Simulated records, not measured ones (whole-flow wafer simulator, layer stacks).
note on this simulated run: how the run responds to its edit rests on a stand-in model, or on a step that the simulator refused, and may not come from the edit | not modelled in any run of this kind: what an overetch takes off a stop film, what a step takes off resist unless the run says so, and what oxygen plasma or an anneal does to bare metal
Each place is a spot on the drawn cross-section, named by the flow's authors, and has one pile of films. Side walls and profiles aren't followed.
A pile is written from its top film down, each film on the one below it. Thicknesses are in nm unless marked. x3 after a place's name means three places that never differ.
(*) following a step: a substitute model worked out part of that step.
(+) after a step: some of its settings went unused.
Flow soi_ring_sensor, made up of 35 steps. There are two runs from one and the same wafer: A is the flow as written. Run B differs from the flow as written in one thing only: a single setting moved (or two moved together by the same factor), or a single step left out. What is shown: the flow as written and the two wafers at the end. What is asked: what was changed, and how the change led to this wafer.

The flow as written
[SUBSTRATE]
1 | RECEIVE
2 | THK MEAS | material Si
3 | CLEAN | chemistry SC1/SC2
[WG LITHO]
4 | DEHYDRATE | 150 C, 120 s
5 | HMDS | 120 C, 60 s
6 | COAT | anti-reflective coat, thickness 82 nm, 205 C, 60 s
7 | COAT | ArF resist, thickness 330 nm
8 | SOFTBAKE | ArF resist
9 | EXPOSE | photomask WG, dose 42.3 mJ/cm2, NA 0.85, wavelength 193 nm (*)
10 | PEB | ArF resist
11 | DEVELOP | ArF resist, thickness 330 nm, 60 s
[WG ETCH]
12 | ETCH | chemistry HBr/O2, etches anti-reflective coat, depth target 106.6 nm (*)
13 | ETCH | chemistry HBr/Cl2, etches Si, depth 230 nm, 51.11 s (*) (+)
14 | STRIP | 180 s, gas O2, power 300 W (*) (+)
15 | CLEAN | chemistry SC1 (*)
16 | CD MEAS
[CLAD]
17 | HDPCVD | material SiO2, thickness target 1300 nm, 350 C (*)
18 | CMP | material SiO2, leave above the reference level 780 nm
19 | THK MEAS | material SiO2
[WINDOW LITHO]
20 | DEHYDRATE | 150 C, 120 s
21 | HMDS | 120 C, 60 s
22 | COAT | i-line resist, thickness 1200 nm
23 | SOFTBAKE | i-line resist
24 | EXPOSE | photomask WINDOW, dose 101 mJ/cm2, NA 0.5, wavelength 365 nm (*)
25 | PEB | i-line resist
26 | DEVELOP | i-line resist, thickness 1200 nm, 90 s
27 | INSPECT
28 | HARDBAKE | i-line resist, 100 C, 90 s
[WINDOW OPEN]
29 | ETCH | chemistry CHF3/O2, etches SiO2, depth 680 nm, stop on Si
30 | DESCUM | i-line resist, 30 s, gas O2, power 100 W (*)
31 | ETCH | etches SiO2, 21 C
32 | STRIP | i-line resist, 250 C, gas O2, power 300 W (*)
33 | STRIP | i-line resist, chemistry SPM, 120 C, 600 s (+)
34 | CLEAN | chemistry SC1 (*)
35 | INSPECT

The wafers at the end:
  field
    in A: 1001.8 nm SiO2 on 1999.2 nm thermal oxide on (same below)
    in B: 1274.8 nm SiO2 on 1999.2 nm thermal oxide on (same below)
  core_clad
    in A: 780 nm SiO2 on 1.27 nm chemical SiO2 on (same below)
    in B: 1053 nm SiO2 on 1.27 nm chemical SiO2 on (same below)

Cause: step 18, CMP: leave above the reference level 1053 nm was run, while the flow as written has leave above the reference level 780 nm.
The wafer lets one read it off: core_clad has SiO2 1053, and step 18 as written asks for 780 nm.

The path from the change to this, step by step:
  18 | CMP | material SiO2, leave above the reference level 780 nm
      gap, window, field, gap_clad: A -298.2 SiO2 | B -25.2 SiO2
      core, core_clad: A -520 SiO2 | B -247 SiO2
  31 | ETCH | etches SiO2, 21 C
      core: A -100 SiO2 (all of it), -1.27 chemical SiO2 (all of it) | B -373 SiO2 (all of it), -1.27 chemical SiO2 (all of it)
